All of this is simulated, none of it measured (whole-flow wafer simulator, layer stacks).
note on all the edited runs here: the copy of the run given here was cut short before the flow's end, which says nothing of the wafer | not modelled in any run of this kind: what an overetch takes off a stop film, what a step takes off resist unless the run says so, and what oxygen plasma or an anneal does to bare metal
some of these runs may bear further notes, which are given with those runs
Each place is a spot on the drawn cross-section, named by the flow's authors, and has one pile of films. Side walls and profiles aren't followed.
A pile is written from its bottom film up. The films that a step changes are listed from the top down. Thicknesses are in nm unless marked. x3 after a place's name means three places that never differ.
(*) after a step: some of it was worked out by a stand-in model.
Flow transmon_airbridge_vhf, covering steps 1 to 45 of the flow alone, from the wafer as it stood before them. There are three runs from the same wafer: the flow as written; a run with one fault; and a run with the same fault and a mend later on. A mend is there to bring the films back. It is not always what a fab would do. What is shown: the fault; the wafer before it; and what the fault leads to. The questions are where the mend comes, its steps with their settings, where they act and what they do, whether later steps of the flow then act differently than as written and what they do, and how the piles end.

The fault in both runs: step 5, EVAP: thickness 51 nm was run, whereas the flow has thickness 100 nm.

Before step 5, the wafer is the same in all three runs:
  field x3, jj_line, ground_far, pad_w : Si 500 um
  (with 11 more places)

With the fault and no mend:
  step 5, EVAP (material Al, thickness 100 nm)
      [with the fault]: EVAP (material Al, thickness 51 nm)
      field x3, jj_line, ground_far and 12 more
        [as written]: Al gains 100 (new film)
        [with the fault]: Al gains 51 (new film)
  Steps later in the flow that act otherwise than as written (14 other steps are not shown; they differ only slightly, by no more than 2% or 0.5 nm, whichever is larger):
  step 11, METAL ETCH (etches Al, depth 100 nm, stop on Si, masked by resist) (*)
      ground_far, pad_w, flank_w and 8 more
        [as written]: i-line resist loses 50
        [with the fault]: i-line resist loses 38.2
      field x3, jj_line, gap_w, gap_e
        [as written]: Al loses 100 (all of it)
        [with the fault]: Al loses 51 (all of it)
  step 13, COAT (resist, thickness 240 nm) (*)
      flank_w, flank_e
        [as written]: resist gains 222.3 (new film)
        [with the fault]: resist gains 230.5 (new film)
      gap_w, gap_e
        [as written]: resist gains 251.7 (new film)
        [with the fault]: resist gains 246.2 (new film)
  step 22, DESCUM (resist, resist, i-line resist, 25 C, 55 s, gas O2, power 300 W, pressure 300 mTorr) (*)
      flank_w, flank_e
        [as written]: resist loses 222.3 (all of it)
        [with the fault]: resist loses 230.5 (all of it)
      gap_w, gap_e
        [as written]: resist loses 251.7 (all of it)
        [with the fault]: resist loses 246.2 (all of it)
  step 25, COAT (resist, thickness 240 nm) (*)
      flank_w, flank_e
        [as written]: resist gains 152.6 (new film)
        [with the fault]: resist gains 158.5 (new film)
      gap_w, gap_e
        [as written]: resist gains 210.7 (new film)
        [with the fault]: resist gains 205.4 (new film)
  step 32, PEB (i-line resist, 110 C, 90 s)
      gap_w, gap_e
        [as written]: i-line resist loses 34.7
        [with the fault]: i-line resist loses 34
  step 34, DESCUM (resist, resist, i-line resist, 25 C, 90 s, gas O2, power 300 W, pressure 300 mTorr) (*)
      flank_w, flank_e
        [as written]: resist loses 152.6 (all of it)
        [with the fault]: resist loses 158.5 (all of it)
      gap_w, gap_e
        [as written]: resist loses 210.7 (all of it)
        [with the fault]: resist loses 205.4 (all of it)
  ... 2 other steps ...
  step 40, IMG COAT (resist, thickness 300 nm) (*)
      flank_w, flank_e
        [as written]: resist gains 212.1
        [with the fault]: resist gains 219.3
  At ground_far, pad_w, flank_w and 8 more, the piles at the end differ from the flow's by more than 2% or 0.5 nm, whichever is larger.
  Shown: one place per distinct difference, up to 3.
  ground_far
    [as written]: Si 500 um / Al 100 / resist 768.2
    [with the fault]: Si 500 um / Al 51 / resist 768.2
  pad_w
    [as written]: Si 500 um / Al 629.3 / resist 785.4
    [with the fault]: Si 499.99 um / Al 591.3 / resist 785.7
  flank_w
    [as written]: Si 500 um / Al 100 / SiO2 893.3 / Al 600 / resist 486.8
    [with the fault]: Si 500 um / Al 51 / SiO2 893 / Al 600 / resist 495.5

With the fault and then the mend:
  After step 5 comes the mend.
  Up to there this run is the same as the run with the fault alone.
  step 5a, EVAP (material Al, thickness 49 nm) (the flow's step 5 again, with other settings)
      field x3, jj_line, ground_far and 12 more
        Al gains 49
  Every later step of the flow that is run acts as written at every place that is followed.
  At every place that both follow, the piles at the end match the flow's.
